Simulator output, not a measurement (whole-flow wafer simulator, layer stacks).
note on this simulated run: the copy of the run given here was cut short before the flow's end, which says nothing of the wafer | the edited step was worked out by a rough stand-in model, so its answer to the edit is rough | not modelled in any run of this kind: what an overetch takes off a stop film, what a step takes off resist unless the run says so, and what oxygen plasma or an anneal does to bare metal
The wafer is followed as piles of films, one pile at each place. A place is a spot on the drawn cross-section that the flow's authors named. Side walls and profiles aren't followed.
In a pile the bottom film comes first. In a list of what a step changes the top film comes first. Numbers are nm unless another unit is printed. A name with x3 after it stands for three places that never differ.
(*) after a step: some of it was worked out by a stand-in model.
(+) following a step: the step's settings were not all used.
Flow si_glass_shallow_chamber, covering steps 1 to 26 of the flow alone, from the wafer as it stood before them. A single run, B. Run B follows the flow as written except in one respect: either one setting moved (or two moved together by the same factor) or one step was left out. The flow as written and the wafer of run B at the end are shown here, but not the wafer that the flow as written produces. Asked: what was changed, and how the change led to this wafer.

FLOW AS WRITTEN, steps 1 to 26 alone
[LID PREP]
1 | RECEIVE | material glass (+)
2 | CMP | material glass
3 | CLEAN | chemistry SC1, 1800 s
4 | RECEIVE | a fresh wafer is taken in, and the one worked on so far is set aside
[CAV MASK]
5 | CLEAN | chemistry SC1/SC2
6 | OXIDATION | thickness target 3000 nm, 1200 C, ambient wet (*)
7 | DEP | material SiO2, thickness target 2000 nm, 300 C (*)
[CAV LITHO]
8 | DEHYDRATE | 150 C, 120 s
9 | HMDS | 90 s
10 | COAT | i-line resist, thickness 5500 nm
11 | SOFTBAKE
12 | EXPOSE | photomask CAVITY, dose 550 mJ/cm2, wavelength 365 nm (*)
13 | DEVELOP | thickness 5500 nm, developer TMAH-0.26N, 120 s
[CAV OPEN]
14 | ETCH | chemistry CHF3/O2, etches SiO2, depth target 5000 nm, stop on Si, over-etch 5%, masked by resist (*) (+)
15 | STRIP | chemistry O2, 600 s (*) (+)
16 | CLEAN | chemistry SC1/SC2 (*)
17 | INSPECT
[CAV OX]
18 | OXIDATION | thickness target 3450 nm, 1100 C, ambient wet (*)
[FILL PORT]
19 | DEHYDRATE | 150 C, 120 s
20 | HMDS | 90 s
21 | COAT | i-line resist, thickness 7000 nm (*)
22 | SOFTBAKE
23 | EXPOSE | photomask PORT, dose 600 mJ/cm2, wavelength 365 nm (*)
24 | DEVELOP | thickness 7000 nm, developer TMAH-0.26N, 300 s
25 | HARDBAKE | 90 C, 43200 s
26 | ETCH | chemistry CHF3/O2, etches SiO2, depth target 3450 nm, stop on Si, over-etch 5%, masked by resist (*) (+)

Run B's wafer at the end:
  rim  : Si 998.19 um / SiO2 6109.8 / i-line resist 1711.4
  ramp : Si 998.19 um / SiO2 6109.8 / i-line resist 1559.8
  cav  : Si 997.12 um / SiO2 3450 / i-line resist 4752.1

The reason: step 14, ETCH: over-etch 3.88% was run, while the flow as written has over-etch 5%.

How this came from the change, step by step:
  14 | ETCH | chemistry CHF3/O2, etches SiO2, depth target 5000 nm, stop on Si, over-etch 5%, masked by resist (*) (+)
      cav, port: -5000 SiO2 (all of it), -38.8 Si (as written it would have been: -5000 SiO2 (all of it), -50 Si)
  15 | STRIP | chemistry O2, 600 s (*) (+)
      rim, ramp, septum, ring: -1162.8 i-line resist (all of it) (as written it would have been: -1116.2 i-line resist (all of it))
